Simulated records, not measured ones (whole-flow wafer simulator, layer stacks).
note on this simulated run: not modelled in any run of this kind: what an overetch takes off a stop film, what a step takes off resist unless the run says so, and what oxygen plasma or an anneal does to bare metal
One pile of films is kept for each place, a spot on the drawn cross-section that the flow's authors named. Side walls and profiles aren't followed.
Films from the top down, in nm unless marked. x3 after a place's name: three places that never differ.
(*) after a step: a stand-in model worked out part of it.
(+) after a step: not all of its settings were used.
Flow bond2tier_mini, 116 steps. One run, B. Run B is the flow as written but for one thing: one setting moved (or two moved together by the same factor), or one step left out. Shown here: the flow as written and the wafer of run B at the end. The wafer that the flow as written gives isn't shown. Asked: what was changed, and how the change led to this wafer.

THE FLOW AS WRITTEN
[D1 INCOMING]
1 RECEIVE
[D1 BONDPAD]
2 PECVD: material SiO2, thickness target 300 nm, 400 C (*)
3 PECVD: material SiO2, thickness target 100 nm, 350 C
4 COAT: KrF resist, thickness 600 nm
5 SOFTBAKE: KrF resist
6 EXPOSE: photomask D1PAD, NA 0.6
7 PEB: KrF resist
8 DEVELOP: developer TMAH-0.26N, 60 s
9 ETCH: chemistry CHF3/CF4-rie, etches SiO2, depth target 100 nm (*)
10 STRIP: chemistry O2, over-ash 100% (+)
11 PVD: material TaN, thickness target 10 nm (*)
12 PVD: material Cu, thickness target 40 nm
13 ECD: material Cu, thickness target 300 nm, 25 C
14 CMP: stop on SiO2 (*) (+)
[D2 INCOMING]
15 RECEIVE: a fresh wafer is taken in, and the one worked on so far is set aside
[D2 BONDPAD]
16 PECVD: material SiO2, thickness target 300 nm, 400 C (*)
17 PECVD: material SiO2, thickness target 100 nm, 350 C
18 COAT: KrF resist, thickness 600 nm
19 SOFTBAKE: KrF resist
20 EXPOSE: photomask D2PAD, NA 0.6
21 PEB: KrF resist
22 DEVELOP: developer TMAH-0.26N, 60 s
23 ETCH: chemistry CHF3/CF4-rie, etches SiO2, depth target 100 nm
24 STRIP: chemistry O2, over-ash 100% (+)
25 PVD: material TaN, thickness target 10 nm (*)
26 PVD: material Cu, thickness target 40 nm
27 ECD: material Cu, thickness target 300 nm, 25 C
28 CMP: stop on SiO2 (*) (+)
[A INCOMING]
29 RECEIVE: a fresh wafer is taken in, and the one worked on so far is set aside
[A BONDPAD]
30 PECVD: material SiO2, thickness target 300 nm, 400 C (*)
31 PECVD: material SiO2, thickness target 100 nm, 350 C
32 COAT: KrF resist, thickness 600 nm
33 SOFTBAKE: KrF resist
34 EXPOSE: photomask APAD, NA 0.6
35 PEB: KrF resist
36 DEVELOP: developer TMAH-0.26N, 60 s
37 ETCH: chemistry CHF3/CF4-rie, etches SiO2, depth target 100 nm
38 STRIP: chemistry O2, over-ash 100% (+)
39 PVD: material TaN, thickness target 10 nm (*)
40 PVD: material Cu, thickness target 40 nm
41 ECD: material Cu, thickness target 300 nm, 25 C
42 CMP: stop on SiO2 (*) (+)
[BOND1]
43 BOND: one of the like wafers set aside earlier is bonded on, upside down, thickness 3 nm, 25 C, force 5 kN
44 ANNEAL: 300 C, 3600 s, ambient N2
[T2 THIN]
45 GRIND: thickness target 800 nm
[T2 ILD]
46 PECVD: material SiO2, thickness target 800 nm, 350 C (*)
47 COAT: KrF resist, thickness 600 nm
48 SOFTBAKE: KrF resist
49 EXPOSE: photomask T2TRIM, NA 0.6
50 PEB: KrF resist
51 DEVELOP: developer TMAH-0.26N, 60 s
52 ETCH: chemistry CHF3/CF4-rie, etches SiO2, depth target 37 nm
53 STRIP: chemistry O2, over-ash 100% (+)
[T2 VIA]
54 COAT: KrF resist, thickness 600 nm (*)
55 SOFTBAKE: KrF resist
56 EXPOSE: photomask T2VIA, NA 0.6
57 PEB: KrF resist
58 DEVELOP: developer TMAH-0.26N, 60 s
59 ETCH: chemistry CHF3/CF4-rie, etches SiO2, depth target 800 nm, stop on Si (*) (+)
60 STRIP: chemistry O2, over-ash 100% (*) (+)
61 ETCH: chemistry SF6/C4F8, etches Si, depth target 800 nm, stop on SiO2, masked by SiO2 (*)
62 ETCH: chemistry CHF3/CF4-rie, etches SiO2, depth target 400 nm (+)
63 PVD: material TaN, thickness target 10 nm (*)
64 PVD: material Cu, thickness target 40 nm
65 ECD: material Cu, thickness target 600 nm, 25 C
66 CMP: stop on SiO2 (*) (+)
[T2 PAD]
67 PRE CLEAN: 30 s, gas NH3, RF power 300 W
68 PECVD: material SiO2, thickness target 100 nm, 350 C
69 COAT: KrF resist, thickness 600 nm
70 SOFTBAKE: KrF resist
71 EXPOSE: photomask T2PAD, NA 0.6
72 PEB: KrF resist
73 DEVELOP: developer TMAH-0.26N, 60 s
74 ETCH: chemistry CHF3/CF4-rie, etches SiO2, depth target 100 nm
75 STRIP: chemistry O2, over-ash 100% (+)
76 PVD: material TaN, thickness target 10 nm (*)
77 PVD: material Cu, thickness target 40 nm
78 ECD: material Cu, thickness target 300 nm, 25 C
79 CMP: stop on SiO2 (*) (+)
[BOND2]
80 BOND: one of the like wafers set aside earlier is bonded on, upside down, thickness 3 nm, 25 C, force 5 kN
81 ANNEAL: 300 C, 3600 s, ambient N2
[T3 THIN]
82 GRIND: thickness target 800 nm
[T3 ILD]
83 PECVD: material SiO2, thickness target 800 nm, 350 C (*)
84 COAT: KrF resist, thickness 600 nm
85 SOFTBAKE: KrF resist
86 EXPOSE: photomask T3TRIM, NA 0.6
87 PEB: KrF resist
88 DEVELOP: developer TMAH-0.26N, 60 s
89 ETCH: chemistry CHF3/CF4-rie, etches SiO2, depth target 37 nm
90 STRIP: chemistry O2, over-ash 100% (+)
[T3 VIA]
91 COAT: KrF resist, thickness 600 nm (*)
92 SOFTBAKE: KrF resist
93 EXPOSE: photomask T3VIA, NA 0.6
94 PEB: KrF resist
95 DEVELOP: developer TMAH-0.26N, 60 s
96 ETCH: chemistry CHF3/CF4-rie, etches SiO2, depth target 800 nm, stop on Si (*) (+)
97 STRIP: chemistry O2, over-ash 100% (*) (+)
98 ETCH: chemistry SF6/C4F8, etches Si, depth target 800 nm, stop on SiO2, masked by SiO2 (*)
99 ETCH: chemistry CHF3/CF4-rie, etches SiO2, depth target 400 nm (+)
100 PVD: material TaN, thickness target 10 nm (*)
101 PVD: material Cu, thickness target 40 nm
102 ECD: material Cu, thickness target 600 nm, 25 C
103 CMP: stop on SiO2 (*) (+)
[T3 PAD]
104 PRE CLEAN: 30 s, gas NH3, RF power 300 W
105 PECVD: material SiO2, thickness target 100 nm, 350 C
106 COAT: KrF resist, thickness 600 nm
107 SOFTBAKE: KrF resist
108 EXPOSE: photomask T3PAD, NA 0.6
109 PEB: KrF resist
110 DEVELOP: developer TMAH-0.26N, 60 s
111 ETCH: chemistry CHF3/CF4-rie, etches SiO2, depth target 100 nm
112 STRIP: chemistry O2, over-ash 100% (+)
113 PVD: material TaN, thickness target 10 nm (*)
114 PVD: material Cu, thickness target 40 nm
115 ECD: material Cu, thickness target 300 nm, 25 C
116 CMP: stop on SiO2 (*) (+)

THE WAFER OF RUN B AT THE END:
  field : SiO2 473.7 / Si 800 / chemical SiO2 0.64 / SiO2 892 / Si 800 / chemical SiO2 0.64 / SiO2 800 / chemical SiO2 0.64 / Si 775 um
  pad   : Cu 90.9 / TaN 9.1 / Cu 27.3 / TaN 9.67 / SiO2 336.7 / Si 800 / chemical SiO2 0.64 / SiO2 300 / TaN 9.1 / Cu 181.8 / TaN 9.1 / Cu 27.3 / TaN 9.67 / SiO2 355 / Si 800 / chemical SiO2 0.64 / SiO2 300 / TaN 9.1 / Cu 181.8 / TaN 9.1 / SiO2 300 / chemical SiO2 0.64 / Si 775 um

The cause: step 99, ETCH: depth target 418.3 nm was run, where the flow has depth target 400 nm.

How the change led to this, step by step:
  99 ETCH: chemistry CHF3/CF4-rie, etches SiO2, depth target 400 nm (+)
      field, pad: SiO2 -418.3 (as written it would be: SiO2 -400)
